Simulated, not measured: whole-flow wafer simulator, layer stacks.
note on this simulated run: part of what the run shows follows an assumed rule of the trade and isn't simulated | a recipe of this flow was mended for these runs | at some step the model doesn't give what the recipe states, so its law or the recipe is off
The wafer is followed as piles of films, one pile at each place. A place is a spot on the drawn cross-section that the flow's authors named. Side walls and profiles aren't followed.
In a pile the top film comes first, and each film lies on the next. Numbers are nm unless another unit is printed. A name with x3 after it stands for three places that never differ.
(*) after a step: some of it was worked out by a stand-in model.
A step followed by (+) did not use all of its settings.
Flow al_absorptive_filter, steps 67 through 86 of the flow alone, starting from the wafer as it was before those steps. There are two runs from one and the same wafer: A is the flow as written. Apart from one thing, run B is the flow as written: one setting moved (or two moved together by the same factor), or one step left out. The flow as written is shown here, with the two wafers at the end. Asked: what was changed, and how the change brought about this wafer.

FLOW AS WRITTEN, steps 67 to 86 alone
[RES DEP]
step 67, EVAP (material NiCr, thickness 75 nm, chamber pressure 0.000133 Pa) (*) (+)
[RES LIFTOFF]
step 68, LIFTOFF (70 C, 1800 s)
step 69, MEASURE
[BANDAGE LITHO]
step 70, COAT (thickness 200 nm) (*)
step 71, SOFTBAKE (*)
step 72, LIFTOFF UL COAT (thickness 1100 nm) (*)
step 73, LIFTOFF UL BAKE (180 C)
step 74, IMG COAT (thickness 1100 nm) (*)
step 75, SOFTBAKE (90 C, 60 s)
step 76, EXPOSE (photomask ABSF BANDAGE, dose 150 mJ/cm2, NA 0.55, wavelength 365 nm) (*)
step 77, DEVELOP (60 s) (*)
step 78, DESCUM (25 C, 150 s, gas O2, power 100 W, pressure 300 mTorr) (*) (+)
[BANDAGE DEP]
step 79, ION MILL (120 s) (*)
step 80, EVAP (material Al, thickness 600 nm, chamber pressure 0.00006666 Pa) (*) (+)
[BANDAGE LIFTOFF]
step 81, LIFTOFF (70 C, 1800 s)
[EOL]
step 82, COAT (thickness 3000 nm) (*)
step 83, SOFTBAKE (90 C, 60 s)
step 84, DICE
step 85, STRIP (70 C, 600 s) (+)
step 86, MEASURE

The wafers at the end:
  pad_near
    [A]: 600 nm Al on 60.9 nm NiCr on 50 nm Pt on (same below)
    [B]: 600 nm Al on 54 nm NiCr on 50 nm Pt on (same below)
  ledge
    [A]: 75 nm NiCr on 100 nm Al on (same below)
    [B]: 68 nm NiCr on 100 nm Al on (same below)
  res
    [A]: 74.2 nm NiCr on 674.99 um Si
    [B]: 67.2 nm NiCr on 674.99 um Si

What caused this: step 67, EVAP: thickness 67.97 nm was run, while the flow as written has thickness 75 nm.
The wafer itself shows it: ledge has NiCr 68, and step 67 as written asks for 75 nm.

The path from the change to this, step by step:
  step 67, EVAP (material NiCr, thickness 75 nm, chamber pressure 0.000133 Pa) (*) (+)
      gnd, pad_far, ledge and 9 more: A +75 NiCr (new film) | B +68 NiCr (new film)
      pad_near: A +74.2 NiCr (new film) | B +67.3 NiCr (new film)
      (as well as at 1 more place)
  step 68, LIFTOFF (70 C, 1800 s)
      xa_field, xl_land, idc_field: A -75 NiCr (all of it), -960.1 i-line-resist (all of it), -1100 lift-off-underlayer (all of it), -200 acrylic-e-beam-resist (all of it) | B -68 NiCr (all of it), -960.1 i-line-resist (all of it), -1100 lift-off-underlayer (all of it), -200 acrylic-e-beam-resist (all of it)
      gnd: A -75 NiCr (all of it), -959.5 i-line-resist (all of it), -1100.9 lift-off-underlayer (all of it), -200.6 acrylic-e-beam-resist (all of it) | B -68 NiCr (all of it), -959.5 i-line-resist (all of it), -1100.9 lift-off-underlayer (all of it), -200.6 acrylic-e-beam-resist (all of it)
      (as well as at 7 more places)
  step 83, SOFTBAKE (90 C, 60 s)
      ledge: A -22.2 i-line-resist | B -21.6 i-line-resist
      res: A -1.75 i-line-resist | B -1.2 i-line-resist
